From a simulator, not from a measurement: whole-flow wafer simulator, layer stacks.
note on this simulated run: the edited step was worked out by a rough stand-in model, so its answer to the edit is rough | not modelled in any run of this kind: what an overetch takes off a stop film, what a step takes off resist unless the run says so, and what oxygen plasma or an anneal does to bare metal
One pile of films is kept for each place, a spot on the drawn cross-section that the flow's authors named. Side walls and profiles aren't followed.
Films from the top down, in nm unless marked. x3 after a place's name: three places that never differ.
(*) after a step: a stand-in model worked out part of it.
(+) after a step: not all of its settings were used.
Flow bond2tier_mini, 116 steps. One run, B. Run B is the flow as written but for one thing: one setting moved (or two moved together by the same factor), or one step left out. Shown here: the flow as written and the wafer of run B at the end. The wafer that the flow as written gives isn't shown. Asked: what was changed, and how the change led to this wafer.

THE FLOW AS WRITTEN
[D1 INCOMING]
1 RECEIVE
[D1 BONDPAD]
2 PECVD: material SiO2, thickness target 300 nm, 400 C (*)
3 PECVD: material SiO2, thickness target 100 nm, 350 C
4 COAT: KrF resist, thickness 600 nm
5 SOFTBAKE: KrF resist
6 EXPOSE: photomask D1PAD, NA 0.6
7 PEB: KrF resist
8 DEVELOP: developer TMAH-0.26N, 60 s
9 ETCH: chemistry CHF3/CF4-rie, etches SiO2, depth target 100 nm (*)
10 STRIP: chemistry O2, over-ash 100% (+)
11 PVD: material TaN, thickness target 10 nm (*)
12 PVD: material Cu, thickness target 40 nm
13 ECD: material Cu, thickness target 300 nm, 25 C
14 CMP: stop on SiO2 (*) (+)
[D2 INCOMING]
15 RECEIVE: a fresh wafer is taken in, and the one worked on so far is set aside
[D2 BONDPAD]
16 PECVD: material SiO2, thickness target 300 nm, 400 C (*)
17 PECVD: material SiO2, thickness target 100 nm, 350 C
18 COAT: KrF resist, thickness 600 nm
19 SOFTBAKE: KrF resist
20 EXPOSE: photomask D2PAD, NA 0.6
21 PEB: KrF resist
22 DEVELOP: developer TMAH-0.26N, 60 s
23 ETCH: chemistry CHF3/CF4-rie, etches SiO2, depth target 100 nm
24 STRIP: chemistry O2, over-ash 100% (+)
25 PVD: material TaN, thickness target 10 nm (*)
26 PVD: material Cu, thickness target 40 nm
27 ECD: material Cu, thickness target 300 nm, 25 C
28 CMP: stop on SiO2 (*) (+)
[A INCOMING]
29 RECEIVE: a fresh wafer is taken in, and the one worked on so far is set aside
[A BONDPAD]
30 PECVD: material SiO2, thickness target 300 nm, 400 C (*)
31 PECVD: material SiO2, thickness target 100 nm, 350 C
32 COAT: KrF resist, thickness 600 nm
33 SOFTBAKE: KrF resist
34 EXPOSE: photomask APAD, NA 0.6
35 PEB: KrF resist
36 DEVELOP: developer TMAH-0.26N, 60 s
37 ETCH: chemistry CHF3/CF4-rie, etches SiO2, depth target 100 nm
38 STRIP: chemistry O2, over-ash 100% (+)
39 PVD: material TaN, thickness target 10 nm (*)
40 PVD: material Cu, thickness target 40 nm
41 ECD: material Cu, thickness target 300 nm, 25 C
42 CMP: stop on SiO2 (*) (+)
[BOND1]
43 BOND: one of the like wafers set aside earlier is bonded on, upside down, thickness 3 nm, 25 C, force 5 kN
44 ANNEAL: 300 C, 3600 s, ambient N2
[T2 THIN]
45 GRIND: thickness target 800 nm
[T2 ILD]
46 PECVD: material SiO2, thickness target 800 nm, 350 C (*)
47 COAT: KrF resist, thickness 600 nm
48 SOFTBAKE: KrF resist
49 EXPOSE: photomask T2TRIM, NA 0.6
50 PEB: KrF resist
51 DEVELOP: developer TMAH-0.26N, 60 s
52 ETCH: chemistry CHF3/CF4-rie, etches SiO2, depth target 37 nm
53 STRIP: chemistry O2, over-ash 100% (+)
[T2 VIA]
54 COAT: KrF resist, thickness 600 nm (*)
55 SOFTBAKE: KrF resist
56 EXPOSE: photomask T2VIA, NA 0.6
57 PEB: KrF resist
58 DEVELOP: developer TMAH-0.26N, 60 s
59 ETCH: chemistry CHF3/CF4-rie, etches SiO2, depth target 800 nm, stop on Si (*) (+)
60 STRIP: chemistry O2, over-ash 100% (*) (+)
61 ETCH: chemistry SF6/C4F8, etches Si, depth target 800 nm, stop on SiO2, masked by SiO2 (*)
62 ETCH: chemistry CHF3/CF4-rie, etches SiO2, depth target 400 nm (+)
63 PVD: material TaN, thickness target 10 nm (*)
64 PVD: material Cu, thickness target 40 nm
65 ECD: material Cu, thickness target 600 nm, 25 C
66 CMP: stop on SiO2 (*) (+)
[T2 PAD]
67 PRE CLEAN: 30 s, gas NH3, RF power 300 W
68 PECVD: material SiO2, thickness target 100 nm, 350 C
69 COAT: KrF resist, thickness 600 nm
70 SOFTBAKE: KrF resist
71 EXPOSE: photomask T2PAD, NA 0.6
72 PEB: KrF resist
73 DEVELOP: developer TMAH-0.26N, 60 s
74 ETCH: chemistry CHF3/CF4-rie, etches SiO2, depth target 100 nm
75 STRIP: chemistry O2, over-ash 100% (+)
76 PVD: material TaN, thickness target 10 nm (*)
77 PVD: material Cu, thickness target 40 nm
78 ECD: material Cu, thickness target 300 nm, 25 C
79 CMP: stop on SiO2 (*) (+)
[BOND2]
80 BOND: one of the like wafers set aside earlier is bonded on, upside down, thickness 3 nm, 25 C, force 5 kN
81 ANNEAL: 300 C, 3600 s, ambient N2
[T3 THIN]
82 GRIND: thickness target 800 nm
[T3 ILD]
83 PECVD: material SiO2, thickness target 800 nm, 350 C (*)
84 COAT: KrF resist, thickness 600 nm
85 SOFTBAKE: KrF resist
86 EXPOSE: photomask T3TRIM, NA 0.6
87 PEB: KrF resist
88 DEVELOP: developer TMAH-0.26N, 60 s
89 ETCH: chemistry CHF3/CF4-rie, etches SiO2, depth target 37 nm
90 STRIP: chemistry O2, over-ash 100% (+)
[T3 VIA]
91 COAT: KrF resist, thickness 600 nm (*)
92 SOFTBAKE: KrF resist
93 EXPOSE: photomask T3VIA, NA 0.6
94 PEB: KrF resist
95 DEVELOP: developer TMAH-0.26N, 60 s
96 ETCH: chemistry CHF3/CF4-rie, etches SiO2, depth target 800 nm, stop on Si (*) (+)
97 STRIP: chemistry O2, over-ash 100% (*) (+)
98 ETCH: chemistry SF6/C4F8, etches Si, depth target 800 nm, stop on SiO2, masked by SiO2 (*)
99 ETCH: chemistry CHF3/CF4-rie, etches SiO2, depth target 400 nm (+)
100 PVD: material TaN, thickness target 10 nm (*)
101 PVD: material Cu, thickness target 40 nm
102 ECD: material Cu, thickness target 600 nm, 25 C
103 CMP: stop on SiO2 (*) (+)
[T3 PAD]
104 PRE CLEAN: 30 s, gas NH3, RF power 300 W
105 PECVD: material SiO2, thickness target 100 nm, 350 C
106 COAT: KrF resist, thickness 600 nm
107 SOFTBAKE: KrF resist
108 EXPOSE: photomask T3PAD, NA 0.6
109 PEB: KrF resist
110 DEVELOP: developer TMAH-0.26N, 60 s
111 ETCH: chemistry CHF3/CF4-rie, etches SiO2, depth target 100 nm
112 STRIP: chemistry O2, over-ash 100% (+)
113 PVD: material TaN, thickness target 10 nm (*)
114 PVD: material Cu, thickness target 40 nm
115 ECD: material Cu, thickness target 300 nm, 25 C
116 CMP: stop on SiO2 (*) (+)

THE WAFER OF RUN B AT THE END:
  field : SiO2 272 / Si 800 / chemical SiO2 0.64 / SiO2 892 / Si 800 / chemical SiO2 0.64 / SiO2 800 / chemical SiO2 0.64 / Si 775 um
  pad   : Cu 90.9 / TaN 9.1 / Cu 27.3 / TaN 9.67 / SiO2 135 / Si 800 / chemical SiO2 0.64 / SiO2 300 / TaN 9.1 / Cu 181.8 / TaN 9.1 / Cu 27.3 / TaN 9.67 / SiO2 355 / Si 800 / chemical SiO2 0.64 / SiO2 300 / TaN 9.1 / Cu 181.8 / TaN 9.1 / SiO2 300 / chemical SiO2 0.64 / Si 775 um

The cause: step 83, PECVD: thickness target 580 nm was run, where the flow has thickness target 800 nm.

How the change led to this, step by step:
  83 PECVD: material SiO2, thickness target 800 nm, 350 C (*)
      field, pad: SiO2 +580 (new film) (as written it would be: SiO2 +800 (new film))
